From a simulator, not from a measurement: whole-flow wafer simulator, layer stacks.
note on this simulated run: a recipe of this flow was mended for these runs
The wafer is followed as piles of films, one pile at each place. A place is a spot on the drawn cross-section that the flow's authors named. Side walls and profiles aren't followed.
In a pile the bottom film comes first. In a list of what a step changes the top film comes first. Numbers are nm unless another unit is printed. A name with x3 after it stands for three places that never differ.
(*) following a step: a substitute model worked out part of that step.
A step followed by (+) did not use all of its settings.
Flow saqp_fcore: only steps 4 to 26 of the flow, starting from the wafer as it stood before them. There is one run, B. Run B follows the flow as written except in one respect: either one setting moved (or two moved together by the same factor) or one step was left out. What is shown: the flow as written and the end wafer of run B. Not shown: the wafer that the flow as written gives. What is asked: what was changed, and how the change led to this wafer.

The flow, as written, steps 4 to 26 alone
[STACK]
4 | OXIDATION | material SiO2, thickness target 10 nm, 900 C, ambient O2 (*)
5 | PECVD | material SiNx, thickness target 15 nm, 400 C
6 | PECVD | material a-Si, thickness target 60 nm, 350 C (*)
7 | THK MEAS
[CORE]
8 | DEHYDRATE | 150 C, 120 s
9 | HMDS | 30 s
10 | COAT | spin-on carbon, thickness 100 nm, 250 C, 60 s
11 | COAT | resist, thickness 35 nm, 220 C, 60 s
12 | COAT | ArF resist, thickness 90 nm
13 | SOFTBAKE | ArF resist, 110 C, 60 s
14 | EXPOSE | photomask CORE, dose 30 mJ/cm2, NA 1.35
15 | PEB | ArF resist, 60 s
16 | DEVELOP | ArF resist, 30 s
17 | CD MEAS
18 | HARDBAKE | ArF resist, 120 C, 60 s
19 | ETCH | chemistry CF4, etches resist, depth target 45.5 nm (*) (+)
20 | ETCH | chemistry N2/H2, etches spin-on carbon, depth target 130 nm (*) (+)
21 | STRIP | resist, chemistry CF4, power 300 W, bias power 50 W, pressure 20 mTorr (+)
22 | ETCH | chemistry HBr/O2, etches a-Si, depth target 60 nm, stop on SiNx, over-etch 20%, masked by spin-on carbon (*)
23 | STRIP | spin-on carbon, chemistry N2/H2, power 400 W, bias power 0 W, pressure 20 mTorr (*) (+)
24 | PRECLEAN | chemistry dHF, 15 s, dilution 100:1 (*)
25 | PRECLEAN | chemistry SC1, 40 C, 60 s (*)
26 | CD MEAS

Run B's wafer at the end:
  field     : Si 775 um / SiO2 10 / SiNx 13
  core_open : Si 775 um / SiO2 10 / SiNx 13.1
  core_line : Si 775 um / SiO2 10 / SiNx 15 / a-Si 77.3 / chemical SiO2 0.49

What caused this: step 6, PECVD: thickness target 78 nm was run, whereas the flow has thickness target 60 nm.

Step by step, how the change led to this:
  6 | PECVD | material a-Si, thickness target 60 nm, 350 C (*)
      field, core_open, core_line: a-Si gains 78 (new film) (in the flow as written it would be: a-Si gains 60 (new film))
  22 | ETCH | chemistry HBr/O2, etches a-Si, depth target 60 nm, stop on SiNx, over-etch 20%, masked by spin-on carbon (*)
      field: a-Si loses 54.8 (all of it), SiNx loses 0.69 (in the flow as written it would be: a-Si loses 36.8 (all of it), SiNx loses 1.41)
      core_open: a-Si loses 57.4 (all of it), SiNx loses 0.58 (in the flow as written it would be: a-Si loses 39.4 (all of it), SiNx loses 1.3)
      (and at 1 other place as well)
  23 | STRIP | spin-on carbon, chemistry N2/H2, power 400 W, bias power 0 W, pressure 20 mTorr (*) (+)
      core_line: spin-on carbon loses 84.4 (all of it) (in the flow as written it would be: spin-on carbon loses 88.8 (all of it))
